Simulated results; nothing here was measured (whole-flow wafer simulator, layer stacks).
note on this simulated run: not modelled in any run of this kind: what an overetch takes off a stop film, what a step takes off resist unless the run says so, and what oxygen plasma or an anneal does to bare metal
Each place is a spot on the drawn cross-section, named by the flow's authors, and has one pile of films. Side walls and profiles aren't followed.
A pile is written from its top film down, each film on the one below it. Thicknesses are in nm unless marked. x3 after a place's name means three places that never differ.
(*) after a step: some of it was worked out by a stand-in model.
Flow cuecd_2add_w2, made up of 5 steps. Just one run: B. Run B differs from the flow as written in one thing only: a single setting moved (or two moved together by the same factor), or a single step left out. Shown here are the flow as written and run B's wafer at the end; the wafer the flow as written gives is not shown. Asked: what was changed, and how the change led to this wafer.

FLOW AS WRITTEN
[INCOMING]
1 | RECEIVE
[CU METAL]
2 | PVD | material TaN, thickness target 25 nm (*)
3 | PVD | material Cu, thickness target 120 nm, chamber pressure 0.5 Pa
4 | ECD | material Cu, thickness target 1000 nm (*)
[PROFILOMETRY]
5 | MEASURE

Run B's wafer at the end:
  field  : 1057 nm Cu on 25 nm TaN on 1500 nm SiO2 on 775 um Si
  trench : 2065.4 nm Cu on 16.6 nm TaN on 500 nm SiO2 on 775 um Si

What caused this: step 3, PVD: thickness target 57 nm was run, whereas the flow has thickness target 120 nm.

Step by step, how the change led to this:
  3 | PVD | material Cu, thickness target 120 nm, chamber pressure 0.5 Pa
      field: Cu gains 57 (new film) (in the flow as written it would be: Cu gains 120 (new film))
      trench: Cu gains 38.5 (new film) (in the flow as written it would be: Cu gains 80.8 (new film))
